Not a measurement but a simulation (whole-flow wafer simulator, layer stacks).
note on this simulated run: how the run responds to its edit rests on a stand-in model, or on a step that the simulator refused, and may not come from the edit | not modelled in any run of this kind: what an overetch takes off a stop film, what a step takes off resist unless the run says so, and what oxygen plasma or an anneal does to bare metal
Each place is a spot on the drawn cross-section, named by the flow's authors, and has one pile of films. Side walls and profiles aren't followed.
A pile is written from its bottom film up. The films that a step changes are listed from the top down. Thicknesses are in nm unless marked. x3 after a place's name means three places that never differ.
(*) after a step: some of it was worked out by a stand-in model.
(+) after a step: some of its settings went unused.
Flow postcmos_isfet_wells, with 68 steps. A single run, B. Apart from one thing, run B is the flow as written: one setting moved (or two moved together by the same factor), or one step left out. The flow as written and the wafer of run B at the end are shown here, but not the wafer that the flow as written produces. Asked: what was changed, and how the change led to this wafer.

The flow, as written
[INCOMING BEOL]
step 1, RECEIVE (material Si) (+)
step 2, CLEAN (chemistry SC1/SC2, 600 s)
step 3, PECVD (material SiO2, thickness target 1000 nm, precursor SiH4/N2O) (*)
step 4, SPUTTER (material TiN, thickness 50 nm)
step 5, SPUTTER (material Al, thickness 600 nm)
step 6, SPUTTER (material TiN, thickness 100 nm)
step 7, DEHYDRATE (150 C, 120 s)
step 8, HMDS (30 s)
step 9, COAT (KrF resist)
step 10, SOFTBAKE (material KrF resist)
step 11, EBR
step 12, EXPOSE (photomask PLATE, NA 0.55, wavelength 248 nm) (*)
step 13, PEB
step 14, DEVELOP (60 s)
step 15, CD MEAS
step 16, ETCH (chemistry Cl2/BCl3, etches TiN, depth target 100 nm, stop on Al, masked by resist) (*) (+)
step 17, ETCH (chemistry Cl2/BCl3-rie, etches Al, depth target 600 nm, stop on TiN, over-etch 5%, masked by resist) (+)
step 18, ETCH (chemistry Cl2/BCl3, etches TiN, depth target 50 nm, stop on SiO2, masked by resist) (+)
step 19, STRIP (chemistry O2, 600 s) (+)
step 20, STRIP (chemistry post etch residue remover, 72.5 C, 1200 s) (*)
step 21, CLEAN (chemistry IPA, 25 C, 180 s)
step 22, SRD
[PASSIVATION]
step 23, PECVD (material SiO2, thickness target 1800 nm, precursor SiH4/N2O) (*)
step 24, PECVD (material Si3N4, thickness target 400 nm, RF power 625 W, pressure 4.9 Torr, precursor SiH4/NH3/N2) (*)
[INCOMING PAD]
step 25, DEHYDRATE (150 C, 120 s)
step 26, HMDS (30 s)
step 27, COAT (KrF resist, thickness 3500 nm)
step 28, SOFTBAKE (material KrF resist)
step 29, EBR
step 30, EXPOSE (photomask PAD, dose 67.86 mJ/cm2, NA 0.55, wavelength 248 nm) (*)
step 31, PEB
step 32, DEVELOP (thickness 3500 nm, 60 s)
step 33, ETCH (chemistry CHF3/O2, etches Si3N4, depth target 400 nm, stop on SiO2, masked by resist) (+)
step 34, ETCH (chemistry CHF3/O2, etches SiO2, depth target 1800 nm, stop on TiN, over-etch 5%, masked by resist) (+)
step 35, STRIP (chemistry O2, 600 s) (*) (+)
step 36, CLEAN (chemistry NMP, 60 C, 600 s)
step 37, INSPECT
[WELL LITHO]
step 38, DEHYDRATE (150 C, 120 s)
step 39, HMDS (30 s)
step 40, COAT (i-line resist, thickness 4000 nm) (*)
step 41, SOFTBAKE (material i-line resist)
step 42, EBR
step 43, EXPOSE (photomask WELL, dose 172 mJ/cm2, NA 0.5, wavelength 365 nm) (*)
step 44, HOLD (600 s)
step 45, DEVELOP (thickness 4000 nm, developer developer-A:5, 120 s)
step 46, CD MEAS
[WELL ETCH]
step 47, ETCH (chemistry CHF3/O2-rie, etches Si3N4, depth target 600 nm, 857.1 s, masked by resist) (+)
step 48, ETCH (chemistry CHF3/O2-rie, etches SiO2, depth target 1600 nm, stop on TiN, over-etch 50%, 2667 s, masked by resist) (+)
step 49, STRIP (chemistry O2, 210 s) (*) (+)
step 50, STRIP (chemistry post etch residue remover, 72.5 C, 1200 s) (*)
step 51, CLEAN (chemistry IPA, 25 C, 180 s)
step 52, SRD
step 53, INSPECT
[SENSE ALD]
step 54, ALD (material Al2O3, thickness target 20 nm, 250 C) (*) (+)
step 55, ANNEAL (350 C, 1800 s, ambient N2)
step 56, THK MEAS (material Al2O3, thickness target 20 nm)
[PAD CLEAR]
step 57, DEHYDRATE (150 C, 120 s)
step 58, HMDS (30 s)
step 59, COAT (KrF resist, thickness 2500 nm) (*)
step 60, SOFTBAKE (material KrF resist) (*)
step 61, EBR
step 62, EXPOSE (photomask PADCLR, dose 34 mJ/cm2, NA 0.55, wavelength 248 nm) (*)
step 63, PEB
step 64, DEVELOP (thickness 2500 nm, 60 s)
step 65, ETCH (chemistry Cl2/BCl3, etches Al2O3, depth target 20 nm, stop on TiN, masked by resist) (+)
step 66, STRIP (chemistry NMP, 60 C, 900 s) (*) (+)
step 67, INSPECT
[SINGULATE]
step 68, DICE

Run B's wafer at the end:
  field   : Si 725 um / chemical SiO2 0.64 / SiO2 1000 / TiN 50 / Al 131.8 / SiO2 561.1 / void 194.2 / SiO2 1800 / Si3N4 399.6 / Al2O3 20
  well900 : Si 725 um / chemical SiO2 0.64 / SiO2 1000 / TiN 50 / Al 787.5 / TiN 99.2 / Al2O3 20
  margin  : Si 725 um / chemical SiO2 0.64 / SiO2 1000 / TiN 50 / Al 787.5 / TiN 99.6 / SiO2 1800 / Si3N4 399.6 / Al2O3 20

Cause: step 5, SPUTTER: thickness 787.5 nm was run, whereas the flow has thickness 600 nm.
The wafer lets one read it off: well900 has Al 787.5, and step 5 as written asks for 600 nm.

Step by step, how the change led to this:
  step 5, SPUTTER (material Al, thickness 600 nm)
      field, margin, well900, well1300 x3, pad_rim, pad_clr, pad_open: +787.5 Al (new film) (in the flow as written it would be: +600 Al (new film))
  step 17, ETCH (chemistry Cl2/BCl3-rie, etches Al, depth target 600 nm, stop on TiN, over-etch 5%, masked by resist) (+)
      field: -600 Al (in the flow as written it would be: -600 Al (all of it))
  step 18, ETCH (chemistry Cl2/BCl3, etches TiN, depth target 50 nm, stop on SiO2, masked by resist) (+)
      field: -50 Al (in the flow as written it would be: -50 TiN (all of it))
  step 20, STRIP (chemistry post etch residue remover, 72.5 C, 1200 s) (*)
      field: -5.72 Al (in the flow as written it would be: nothing)
  step 23, PECVD (material SiO2, thickness target 1800 nm, precursor SiH4/N2O) (*)
      field: +1800 SiO2 (new film), +194.2 void (new film), +561.1 SiO2 (new film) (in the flow as written it would be: +1800 SiO2 (new film), +189.9 void (new film), +559.7 SiO2)
If metal films that touch count as one body, field has 1 body; the flow as written gives 0 bodies.
